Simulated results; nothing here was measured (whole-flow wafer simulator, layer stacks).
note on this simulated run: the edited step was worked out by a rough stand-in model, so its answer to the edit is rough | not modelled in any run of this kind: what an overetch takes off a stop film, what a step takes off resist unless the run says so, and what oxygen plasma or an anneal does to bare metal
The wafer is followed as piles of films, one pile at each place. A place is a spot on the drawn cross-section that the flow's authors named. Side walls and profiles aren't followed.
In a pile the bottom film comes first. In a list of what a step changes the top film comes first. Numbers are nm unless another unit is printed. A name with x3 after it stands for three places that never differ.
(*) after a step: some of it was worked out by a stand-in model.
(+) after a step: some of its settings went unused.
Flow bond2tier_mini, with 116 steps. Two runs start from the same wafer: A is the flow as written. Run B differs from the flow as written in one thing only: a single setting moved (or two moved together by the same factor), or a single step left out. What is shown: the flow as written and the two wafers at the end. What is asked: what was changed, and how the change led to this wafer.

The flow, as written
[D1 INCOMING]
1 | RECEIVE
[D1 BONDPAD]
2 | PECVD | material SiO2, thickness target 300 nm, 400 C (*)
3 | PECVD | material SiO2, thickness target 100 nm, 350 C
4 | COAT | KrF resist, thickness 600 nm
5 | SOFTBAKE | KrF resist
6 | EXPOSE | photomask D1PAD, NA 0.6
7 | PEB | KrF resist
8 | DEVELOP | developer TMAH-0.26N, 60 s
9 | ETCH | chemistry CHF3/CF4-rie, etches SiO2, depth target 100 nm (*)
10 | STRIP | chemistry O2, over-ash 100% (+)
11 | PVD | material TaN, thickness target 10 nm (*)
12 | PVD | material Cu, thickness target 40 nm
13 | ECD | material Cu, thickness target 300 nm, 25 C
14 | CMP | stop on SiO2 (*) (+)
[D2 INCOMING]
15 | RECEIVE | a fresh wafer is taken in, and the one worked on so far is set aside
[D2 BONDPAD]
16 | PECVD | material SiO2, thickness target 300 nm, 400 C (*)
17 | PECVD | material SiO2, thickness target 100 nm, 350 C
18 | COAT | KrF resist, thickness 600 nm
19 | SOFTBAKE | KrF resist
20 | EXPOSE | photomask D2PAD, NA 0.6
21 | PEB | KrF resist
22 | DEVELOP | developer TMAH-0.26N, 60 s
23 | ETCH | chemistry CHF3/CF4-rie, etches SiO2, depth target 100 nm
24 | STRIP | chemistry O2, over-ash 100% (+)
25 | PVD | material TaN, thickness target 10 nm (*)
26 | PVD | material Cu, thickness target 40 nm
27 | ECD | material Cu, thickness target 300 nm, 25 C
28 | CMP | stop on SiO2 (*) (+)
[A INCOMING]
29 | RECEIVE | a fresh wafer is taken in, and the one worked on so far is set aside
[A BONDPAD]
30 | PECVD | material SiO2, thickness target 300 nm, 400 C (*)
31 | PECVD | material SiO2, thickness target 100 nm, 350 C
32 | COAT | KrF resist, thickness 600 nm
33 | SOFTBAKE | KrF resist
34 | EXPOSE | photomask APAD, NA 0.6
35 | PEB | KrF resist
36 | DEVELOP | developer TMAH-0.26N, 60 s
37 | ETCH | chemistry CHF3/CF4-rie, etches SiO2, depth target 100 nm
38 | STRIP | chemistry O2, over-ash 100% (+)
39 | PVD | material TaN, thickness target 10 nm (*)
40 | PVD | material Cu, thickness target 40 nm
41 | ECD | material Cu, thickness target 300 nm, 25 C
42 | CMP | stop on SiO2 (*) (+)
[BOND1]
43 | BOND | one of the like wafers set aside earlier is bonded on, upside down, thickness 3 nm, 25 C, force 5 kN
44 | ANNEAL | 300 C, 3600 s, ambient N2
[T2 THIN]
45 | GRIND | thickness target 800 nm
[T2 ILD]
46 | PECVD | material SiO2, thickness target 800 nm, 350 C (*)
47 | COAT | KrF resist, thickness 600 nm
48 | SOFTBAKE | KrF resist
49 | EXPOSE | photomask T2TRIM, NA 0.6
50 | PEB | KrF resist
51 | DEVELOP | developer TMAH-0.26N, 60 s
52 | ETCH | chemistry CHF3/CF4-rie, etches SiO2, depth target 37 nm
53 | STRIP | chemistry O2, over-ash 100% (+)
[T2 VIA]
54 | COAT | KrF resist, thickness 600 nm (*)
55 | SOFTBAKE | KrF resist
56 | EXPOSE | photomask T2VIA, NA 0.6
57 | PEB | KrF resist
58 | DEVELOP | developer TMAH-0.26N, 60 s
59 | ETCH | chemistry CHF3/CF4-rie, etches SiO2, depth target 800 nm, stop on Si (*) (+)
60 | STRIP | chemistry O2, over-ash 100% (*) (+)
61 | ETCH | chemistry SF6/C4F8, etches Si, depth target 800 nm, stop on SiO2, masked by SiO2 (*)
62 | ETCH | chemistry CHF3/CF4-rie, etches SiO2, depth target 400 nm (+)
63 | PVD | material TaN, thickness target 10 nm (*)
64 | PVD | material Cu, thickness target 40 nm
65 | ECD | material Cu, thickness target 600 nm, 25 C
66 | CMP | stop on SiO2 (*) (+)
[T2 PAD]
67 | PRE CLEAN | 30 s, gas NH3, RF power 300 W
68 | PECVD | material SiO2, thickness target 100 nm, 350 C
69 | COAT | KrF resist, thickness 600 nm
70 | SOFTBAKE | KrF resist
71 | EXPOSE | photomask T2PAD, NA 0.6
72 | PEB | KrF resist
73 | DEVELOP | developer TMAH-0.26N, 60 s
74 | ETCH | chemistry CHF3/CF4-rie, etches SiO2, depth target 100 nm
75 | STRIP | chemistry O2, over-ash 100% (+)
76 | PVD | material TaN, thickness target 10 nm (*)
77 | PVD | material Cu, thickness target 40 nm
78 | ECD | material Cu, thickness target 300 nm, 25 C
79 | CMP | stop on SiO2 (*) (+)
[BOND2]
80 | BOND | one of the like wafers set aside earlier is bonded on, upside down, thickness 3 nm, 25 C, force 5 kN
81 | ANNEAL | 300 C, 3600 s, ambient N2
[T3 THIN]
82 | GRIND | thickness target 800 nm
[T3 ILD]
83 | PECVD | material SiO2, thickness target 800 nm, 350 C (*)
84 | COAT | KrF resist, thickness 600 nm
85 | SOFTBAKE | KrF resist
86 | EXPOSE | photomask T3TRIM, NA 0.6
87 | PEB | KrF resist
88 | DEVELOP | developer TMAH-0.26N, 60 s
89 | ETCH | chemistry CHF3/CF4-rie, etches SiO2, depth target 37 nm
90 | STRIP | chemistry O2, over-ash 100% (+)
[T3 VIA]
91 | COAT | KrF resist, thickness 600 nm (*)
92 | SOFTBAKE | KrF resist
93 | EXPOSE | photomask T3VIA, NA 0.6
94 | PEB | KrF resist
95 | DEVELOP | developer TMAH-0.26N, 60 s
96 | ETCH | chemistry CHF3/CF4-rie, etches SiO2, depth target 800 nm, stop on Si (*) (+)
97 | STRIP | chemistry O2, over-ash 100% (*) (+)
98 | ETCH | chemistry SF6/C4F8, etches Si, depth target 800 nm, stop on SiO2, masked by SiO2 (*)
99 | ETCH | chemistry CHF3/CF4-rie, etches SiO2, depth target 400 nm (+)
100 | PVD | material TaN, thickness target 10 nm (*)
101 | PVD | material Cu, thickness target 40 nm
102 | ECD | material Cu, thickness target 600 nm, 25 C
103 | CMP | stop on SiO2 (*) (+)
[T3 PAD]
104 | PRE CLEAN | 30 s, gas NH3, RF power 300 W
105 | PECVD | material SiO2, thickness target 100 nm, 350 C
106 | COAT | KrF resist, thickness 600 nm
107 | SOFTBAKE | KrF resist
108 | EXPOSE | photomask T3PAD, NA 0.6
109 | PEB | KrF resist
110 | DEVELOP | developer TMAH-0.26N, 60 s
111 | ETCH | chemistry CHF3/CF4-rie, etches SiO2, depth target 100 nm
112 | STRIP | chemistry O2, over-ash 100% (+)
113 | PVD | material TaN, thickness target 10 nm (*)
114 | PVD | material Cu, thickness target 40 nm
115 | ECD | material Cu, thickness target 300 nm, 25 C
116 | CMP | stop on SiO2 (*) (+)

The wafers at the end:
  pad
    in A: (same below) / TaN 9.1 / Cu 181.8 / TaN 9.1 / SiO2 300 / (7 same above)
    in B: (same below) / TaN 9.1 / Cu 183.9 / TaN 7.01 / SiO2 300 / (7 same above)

The reason: step 25, PVD: thickness target 7.7 nm was run, whereas the flow has thickness target 10 nm.

Step by step, how the change led to this:
  25 | PVD | material TaN, thickness target 10 nm (*)
      field: A TaN gains 10 (new film) | B TaN gains 7.7 (new film)
      pad: A TaN gains 9.1 (new film) | B TaN gains 7.01 (new film)
      (and at 1 other place as well)
  28 | CMP | stop on SiO2 (*) (+)
      field: A Cu loses 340 (all of it), TaN loses 10 (all of it) | B Cu loses 340 (all of it), TaN loses 7.7 (all of it)
  80 | BOND | one of the like wafers set aside earlier is bonded on, upside down, thickness 3 nm, 25 C, force 5 kN
      pad: A Si gains 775 um (new film), chemical SiO2 gains 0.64 (new film), SiO2 gains 300 (new film), TaN gains 9.1 (new film), Cu gains 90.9 | B Si gains 775 um (new film), chemical SiO2 gains 0.64 (new film), SiO2 gains 300 (new film), TaN gains 7.01 (new film), Cu gains 93
